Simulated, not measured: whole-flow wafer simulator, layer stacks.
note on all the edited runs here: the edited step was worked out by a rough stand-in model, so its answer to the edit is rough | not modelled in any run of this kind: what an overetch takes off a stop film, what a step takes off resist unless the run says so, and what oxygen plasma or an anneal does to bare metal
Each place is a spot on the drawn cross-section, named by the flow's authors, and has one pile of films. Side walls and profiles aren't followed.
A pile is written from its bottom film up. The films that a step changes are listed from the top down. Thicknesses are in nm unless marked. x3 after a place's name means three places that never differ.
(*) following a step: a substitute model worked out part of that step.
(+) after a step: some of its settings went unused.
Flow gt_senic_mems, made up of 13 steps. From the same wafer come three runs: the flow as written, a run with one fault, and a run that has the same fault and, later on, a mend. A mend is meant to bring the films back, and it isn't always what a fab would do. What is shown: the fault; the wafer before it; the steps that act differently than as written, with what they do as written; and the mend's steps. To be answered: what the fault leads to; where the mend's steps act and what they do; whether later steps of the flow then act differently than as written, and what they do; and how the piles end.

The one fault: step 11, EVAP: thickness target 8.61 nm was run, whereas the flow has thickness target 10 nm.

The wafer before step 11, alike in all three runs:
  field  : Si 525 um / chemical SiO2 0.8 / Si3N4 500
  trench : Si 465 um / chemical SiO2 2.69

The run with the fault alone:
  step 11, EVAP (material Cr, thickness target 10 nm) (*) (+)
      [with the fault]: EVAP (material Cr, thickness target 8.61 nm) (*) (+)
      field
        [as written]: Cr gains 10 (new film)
        [with the fault]: Cr gains 8.61 (new film)
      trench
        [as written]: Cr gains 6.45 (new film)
        [with the fault]: Cr gains 5.56 (new film)
  None of the later steps of the flow acts differently than as written at any place that is followed.
  By the end, the piles at field, trench depart from the flow's by more than 2% or 0.5 nm, whichever is larger.
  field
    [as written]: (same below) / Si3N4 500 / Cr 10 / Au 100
    [with the fault]: (same below) / Si3N4 500 / Cr 8.61 / Au 100
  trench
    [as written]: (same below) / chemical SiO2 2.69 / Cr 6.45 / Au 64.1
    [with the fault]: (same below) / chemical SiO2 2.69 / Cr 5.56 / Au 64.1

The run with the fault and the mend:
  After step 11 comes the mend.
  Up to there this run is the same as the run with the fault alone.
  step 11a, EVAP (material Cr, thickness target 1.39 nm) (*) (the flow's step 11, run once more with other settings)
      field
        Cr gains 1.39
      trench
        Cr gains 0.9
  None of the later steps of the flow acts differently than as written at any place that is followed.
  The piles end only slightly different from the flow's at the places that both follow, by no more than 2% or 0.5 nm, whichever is larger.
